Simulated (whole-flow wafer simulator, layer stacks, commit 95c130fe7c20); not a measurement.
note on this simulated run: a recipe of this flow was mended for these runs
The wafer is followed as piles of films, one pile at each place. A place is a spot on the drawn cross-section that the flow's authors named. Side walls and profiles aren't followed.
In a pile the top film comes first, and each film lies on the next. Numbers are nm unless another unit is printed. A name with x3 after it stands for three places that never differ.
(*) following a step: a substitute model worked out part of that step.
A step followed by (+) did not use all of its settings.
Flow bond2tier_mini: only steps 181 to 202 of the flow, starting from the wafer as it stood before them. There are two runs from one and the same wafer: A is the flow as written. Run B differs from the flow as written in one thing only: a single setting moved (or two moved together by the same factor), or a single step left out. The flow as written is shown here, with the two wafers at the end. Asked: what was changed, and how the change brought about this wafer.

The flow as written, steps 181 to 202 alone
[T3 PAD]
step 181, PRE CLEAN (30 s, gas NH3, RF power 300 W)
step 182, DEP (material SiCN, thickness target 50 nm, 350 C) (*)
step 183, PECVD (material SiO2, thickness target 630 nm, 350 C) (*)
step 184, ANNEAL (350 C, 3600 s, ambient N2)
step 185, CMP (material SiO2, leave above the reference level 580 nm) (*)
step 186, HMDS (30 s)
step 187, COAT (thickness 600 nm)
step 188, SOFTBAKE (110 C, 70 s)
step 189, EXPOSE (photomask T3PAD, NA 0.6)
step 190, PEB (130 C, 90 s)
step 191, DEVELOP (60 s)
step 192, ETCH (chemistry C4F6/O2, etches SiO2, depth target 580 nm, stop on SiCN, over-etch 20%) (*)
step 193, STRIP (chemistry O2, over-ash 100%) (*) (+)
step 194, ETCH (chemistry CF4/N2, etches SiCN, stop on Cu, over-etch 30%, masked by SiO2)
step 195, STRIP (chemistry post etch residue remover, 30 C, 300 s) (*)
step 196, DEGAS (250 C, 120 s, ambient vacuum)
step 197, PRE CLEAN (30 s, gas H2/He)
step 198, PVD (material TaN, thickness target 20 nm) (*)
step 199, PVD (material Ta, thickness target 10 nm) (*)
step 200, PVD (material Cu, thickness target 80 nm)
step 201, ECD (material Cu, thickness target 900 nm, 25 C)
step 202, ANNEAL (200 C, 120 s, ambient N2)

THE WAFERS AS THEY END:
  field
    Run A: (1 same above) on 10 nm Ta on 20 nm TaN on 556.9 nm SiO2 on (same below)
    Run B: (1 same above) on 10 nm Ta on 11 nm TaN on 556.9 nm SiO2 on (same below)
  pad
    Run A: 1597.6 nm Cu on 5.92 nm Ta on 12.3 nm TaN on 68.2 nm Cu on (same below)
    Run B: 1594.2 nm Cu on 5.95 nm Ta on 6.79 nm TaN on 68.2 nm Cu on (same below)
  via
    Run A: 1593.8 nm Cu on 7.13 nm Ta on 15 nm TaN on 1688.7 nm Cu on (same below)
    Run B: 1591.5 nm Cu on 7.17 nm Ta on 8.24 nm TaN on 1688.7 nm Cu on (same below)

What caused this: step 198, PVD: thickness target 11 nm was run, whereas the flow has thickness target 20 nm.
One can read it off the wafer: field has TaN 11, and step 198 as written asks for 20 nm.

How this came from the change, step by step:
  step 198, PVD (material TaN, thickness target 20 nm) (*)
      field: A +20 TaN (new film) | B +11 TaN (new film)
      pad: A +12.3 TaN (new film) | B +6.79 TaN (new film)
      (as well as at 1 more place)
